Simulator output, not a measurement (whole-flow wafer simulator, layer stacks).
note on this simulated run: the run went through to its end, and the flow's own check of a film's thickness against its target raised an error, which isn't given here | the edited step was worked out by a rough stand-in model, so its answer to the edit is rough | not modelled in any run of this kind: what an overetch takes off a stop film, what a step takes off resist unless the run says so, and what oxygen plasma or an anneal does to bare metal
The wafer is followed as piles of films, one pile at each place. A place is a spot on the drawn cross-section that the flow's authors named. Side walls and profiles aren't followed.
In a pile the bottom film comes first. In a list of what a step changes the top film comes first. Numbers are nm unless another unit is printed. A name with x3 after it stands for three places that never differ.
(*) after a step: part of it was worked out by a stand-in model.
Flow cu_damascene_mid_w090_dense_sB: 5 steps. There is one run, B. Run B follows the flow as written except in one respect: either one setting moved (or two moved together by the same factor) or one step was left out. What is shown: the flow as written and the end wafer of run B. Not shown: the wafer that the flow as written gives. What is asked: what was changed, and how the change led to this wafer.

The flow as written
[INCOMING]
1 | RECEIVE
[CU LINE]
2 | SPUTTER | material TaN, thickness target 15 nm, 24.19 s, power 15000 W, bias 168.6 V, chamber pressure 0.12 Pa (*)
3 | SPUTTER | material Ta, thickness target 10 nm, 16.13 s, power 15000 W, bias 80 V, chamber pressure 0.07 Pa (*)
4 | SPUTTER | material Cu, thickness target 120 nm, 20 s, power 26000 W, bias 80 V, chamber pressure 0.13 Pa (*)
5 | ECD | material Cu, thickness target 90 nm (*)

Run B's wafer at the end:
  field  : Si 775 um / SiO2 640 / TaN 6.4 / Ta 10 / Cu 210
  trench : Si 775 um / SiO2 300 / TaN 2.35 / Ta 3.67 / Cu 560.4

What caused this: step 2, SPUTTER: thickness target 6.4 nm was run, whereas the flow has thickness target 15 nm; step 2, SPUTTER: 10.28 s was run, where the flow has 24.19 s.
The wafer itself shows it: field has TaN 6.4, and step 2 as written asks for 15 nm.

How this came from the change, step by step:
  2 | SPUTTER | material TaN, thickness target 15 nm, 24.19 s, power 15000 W, bias 168.6 V, chamber pressure 0.12 Pa (*)
      field: TaN gains 6.4 (new film) (in the flow as written it would be: TaN gains 15 (new film))
      trench: TaN gains 2.35 (new film) (in the flow as written it would be: TaN gains 5.51 (new film))
  4 | SPUTTER | material Cu, thickness target 120 nm, 20 s, power 26000 W, bias 80 V, chamber pressure 0.13 Pa (*)
      trench: Cu gains 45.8 (new film) (in the flow as written it would be: Cu gains 44.3 (new film))
